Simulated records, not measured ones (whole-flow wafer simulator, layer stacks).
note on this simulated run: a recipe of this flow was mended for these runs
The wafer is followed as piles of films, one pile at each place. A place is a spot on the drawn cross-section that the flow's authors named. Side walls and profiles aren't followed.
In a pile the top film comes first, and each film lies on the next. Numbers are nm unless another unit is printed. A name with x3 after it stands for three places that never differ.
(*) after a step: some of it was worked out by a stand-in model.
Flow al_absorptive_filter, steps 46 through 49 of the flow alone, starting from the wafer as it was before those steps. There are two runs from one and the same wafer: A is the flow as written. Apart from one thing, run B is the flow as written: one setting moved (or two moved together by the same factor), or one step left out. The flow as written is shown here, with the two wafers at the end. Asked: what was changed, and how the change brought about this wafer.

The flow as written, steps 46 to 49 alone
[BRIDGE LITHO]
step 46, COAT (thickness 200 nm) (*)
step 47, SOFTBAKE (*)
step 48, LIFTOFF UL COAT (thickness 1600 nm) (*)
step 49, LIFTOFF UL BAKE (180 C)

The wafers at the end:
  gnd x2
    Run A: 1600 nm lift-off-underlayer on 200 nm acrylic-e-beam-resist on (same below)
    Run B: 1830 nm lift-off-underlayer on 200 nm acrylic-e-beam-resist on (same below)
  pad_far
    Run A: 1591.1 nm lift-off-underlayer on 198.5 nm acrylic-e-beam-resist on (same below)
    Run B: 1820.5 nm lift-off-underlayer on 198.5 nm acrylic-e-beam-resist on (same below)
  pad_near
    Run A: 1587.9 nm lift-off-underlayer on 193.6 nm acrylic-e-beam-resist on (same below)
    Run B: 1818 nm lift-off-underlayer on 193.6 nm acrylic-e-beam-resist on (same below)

What caused this: step 48, LIFTOFF UL COAT: thickness 1830 nm was run, though the flow has thickness 1600 nm.
The wafer lets one read it off: gnd x2 has lift-off-underlayer 1830, and step 48 as written asks for 1600 nm.

How this came from the change, step by step:
  step 48, LIFTOFF UL COAT (thickness 1600 nm) (*)
      gnd x2, idc_field: A +1600 lift-off-underlayer (new film) | B +1830 lift-off-underlayer (new film)
      pad_far: A +1591.1 lift-off-underlayer (new film) | B +1820.5 lift-off-underlayer (new film)
      (as well as at 10 more places)
